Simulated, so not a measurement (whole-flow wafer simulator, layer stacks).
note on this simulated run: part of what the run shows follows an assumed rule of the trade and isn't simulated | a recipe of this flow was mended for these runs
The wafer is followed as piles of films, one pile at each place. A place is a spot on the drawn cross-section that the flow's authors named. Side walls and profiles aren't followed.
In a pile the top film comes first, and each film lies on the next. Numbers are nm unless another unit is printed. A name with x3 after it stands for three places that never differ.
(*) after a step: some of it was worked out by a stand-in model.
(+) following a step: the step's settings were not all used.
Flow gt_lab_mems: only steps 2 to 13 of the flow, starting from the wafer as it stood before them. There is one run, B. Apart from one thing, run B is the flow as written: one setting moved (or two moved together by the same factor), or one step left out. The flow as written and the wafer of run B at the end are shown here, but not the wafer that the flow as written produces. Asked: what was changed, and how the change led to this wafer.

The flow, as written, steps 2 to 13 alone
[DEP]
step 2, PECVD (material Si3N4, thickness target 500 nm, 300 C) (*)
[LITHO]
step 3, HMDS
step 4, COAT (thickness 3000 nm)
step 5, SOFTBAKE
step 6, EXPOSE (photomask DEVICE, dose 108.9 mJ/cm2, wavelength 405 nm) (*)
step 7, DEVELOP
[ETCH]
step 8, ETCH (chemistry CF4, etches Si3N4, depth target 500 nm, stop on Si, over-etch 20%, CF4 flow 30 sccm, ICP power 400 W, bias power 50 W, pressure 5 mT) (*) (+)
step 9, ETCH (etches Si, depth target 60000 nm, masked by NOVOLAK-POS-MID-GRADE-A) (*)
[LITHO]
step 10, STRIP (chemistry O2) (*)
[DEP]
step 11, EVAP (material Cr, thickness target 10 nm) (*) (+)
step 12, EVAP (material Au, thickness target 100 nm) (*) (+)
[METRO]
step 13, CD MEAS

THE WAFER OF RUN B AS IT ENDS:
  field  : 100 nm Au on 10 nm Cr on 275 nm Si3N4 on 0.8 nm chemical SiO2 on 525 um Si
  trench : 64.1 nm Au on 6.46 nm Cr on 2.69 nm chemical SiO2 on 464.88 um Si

Cause: step 2, PECVD: thickness target 275 nm was run, while the flow as written has thickness target 500 nm.
One can read it off the wafer: field has Si3N4 275, and step 2 as written asks for 500 nm.

The path from the change to this, step by step:
  step 2, PECVD (material Si3N4, thickness target 500 nm, 300 C) (*)
      field, trench: +275 Si3N4 (new film) (it would be, as written: +500 Si3N4 (new film))
  step 8, ETCH (chemistry CF4, etches Si3N4, depth target 500 nm, stop on Si, over-etch 20%, CF4 flow 30 sccm, ICP power 400 W, bias power 50 W, pressure 5 mT) (*) (+)
      field: -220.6 g/i-line-resist (it would be, as written: -400 g/i-line-resist)
      trench: -275 Si3N4 (all of it), -0.8 chemical SiO2 (all of it), -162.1 Si (it would be, as written: -500 Si3N4 (all of it), -0.8 chemical SiO2 (all of it), -49.6 Si)
  step 10, STRIP (chemistry O2) (*)
      field: -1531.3 g/i-line-resist (all of it) (it would be, as written: -1352 g/i-line-resist (all of it))
